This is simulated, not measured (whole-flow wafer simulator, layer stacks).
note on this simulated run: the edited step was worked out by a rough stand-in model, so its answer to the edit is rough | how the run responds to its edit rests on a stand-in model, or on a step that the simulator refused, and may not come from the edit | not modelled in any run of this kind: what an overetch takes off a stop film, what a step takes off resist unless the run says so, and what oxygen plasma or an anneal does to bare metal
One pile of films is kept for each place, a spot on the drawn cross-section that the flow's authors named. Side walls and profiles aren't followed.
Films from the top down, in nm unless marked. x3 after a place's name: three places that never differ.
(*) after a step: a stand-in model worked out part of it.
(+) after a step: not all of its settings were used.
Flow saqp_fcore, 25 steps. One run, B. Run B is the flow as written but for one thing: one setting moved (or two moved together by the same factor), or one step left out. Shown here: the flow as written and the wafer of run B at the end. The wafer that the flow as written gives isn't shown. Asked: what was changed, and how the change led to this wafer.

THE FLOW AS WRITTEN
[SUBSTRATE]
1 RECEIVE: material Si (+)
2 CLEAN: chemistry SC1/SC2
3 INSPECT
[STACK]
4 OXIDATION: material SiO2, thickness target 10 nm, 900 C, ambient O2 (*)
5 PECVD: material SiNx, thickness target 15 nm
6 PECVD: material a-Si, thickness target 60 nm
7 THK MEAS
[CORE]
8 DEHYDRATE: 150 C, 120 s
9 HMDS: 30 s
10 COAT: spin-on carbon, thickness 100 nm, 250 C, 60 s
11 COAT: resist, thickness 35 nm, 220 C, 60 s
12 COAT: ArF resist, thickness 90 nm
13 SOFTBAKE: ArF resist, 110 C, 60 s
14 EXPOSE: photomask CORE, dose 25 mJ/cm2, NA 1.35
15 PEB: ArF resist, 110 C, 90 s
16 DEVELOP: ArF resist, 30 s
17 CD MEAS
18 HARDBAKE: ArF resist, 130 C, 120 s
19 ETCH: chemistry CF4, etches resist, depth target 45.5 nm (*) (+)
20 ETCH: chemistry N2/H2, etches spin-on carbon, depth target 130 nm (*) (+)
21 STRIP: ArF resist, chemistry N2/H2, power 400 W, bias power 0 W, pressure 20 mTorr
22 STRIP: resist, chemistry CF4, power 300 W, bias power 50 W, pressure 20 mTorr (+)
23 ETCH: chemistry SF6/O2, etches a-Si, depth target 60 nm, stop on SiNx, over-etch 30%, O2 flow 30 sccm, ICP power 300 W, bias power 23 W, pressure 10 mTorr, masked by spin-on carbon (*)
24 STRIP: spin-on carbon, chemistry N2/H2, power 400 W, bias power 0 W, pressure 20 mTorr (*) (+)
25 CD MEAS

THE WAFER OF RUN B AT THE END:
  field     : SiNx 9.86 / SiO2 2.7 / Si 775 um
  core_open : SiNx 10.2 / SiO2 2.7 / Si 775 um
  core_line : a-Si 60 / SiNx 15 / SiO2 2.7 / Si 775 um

The cause: step 4, OXIDATION: 720 C was run, where the flow has 900 C.

How the change led to this, step by step:
  4 OXIDATION: material SiO2, thickness target 10 nm, 900 C, ambient O2 (*)
      field, core_open, core_line: SiO2 +2.7 (new film), chemical SiO2 -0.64 (all of it), Si -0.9 (as written it would be: SiO2 +10 (new film), chemical SiO2 -0.64 (all of it), Si -4.12)
